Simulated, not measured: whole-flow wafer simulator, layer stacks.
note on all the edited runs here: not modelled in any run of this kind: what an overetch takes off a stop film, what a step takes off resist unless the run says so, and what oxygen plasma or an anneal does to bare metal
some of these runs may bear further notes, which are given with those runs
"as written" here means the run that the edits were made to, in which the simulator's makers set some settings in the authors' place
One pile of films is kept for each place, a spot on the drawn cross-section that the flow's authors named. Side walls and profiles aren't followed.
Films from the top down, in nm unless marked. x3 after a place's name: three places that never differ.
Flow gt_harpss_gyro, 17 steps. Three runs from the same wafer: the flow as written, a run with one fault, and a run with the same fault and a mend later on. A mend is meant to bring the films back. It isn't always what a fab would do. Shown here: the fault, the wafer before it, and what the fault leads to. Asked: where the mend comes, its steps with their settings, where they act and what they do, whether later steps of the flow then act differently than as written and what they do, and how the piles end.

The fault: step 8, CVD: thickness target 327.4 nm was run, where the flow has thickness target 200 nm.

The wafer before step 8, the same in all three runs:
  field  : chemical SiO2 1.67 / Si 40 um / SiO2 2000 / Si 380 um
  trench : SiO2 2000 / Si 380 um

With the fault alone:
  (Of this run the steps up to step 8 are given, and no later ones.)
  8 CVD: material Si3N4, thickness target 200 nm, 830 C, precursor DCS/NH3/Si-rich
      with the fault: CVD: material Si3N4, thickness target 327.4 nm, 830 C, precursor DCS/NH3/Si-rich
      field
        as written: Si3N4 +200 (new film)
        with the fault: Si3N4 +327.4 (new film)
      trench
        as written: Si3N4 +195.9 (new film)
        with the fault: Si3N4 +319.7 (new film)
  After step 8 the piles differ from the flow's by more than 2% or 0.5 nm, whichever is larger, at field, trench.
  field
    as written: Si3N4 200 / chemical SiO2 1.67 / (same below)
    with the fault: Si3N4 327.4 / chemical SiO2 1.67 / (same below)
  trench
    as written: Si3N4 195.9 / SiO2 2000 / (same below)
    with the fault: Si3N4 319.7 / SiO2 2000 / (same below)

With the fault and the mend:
  The mend comes after step 8.
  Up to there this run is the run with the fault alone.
  8a ETCH: chemistry h3po4, depth target 375.9 nm
      field
        Si3N4 -327.4 (all of it)
      trench
        Si3N4 -319.7 (all of it)
  8b CLEAN: chemistry SPM (the flow's step 1 once more)
      changes no film at any place that is followed
  8c CVD: material Si3N4, thickness target 200 nm, 830 C, precursor DCS/NH3/Si-rich (the flow's step 8 once more)
      field
        Si3N4 +200 (new film)
      trench
        Si3N4 +195.9 (new film)
  No later step of the flow acts differently than as written at any place that is followed.
  At the end the piles are the same as the flow's at every place that both follow.
